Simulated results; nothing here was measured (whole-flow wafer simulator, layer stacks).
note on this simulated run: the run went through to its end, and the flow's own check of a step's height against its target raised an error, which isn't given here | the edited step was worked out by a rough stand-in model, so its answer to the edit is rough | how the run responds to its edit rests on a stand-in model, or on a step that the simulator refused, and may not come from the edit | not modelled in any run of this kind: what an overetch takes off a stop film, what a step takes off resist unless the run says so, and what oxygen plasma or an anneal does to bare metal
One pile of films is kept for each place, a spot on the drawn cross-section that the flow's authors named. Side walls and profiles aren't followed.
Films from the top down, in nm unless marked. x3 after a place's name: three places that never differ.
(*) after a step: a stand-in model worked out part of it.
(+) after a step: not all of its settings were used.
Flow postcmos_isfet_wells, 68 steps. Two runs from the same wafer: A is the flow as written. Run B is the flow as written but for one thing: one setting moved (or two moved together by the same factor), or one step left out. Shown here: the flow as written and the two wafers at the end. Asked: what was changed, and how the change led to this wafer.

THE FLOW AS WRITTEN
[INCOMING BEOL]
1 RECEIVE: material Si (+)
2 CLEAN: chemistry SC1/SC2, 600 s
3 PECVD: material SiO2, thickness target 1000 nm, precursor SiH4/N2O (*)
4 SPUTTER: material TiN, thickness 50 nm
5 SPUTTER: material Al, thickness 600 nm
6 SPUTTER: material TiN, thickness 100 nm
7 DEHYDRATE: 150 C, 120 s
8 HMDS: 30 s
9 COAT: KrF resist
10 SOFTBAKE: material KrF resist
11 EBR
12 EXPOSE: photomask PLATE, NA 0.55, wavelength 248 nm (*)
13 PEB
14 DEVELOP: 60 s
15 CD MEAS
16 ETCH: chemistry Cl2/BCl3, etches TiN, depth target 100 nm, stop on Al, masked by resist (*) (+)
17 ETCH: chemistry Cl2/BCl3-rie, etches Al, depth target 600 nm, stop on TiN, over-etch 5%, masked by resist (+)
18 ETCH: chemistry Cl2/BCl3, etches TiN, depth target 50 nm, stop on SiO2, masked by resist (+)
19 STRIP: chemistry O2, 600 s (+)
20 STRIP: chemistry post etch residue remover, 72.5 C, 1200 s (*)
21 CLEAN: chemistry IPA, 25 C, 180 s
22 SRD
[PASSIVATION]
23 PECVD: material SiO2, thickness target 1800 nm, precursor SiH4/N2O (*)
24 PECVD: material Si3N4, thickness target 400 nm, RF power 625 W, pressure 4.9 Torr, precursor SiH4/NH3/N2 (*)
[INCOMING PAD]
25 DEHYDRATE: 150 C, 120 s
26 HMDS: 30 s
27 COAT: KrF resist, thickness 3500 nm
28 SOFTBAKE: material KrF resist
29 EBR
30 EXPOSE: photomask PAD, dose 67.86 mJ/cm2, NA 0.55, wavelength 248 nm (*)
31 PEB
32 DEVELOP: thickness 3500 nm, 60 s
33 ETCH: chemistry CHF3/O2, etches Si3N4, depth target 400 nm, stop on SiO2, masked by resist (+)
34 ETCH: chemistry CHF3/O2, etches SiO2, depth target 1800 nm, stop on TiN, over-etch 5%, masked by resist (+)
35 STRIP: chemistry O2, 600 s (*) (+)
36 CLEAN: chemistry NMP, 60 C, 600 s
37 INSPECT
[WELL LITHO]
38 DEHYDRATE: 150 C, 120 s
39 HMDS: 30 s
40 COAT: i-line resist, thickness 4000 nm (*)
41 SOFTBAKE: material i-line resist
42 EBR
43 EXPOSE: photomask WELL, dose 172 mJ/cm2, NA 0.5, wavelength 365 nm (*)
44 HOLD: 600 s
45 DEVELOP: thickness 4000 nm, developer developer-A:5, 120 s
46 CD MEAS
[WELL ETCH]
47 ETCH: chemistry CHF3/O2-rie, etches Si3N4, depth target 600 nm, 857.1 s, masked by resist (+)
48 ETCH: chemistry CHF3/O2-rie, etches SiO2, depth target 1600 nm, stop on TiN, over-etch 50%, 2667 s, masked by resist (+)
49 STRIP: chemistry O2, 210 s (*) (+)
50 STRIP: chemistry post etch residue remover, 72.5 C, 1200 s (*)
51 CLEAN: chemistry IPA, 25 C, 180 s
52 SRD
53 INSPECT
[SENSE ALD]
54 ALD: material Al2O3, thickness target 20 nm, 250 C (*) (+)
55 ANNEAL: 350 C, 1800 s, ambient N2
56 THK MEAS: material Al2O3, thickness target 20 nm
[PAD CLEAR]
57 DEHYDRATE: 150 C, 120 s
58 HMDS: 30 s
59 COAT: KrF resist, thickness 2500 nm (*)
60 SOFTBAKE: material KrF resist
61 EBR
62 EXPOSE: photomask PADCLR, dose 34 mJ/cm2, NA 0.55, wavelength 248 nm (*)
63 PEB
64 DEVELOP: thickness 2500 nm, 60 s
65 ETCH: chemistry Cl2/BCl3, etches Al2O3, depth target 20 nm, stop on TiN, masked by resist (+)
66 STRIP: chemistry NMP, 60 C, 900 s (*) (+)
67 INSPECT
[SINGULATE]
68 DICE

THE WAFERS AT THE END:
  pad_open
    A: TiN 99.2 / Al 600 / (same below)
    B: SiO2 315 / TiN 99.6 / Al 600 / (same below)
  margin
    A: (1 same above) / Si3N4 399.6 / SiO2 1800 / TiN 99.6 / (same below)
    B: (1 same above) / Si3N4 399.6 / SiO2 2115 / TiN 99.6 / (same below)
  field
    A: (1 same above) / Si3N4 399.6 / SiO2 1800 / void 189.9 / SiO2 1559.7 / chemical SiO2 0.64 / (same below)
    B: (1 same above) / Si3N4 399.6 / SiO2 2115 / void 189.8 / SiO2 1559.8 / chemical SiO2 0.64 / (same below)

The cause: step 23, PECVD: thickness target 2115 nm was run, where the flow has thickness target 1800 nm.
It can be read off the wafer: margin has SiO2 2115, and step 23 as written asks for 1800 nm.

How the change led to this, step by step:
  23 PECVD: material SiO2, thickness target 1800 nm, precursor SiH4/N2O (*)
      margin, well900, well1300 x3, pad_rim, pad_clr, pad_open: A SiO2 +1800 (new film) | B SiO2 +2115 (new film)
      field: A SiO2 +1800 (new film), void +189.9 (new film), SiO2 +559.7 | B SiO2 +2115 (new film), void +189.8 (new film), SiO2 +559.8
  34 ETCH: chemistry CHF3/O2, etches SiO2, depth target 1800 nm, stop on TiN, over-etch 5%, masked by resist (+)
      pad_open: A SiO2 -1800 (all of it) | B SiO2 -1800
  48 ETCH: chemistry CHF3/O2-rie, etches SiO2, depth target 1600 nm, stop on TiN, over-etch 50%, 2667 s, masked by resist (+)
      well900, well1300 x3: A SiO2 -1600 (all of it) | B SiO2 -1915 (all of it)
  59 COAT: KrF resist, thickness 2500 nm (*)
      field: A KrF resist +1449 (new film) | B KrF resist +1298.5 (new film)
      margin: A KrF resist +1448.9 (new film) | B KrF resist +1298.4 (new film)
  63 PEB
      field, margin: A KrF resist -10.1 | B KrF resist -9.02
  66 STRIP: chemistry NMP, 60 C, 900 s (*) (+)
      field: A KrF resist -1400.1 (all of it) | B KrF resist -1250.7 (all of it)
      margin: A KrF resist -1400.1 (all of it) | B KrF resist -1250.6 (all of it)
